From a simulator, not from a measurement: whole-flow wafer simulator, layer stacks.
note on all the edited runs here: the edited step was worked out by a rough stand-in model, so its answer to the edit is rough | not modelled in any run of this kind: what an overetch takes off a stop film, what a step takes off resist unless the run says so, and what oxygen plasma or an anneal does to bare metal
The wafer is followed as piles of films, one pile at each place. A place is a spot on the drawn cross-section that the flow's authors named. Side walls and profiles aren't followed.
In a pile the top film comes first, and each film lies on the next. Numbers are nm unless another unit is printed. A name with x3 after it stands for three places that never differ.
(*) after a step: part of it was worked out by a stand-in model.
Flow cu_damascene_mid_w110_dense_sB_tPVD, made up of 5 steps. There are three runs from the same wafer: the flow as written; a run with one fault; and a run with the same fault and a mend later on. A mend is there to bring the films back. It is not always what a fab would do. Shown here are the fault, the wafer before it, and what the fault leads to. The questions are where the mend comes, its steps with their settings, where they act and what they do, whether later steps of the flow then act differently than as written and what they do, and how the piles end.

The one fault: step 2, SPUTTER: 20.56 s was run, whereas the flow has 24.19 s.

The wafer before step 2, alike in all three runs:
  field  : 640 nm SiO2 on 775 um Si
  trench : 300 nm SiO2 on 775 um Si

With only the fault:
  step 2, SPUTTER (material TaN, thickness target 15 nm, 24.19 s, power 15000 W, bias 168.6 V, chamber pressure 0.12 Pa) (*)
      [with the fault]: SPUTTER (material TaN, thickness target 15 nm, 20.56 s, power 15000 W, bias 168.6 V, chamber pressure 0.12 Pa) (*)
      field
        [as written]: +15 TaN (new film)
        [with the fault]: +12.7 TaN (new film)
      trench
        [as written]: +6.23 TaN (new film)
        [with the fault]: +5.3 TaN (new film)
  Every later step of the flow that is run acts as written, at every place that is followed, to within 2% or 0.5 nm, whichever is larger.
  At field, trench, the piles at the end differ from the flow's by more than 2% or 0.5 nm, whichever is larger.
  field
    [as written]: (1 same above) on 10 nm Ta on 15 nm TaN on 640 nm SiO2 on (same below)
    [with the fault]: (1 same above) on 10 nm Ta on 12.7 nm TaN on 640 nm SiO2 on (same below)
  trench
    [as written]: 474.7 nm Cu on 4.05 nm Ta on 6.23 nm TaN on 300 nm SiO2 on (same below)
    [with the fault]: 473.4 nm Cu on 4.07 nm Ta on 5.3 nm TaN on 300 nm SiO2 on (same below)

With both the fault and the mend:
  The mend stands after step 2.
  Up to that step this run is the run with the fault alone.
  step 2a, SPUTTER (material TaN, thickness target 15 nm, 3.63 s, power 15000 W, bias 168.6 V, chamber pressure 0.12 Pa) (*) (the flow's step 2, run once more with other settings)
      field
        +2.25 TaN
      trench
        +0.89 TaN
  Every later step of the flow that is run acts as written, at every place that is followed, to within 2% or 0.5 nm, whichever is larger.
  When the end is reached, the piles differ only a little from the flow's at the places that both follow, at most by 2% or 0.5 nm, whichever is larger.
